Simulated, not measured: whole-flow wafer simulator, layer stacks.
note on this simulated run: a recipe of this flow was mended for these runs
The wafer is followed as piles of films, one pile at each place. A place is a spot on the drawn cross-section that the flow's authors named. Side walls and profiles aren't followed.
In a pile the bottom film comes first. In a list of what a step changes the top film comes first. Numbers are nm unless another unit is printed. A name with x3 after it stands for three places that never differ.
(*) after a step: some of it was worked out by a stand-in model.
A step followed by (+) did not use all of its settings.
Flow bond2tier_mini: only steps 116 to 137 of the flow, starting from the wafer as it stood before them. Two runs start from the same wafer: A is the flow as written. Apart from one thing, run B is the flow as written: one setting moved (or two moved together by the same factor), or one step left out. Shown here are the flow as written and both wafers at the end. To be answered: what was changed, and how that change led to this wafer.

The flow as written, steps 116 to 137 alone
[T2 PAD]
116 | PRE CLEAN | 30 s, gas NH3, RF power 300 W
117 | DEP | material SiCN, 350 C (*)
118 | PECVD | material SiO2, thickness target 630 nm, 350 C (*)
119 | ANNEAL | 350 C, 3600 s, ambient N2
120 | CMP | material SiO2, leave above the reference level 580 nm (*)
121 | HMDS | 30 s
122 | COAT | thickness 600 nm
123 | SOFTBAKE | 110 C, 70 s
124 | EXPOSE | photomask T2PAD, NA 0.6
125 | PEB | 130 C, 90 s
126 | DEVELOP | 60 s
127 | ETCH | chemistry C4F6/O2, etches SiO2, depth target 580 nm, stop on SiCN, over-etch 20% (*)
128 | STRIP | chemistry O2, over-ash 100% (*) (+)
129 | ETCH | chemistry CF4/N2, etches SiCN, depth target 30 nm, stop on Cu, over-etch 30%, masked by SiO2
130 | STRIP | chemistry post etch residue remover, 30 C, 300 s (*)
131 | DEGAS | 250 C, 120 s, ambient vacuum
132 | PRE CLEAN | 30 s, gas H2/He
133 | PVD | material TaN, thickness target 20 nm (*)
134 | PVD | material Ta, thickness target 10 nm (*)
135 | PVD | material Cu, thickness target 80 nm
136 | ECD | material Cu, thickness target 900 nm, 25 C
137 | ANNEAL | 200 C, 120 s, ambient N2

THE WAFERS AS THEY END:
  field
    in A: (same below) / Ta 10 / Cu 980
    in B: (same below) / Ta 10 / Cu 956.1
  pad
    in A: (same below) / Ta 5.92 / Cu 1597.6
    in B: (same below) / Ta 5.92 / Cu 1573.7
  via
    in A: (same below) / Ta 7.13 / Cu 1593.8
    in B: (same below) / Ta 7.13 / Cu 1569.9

Cause: step 135, PVD: thickness target 56.1 nm was run, though the flow has thickness target 80 nm.

The path from the change to this, step by step:
  135 | PVD | material Cu, thickness target 80 nm
      field: A +80 Cu (new film) | B +56.1 Cu (new film)
      pad: A +48.7 Cu (new film) | B +34.2 Cu (new film)
      (also at 1 further place)
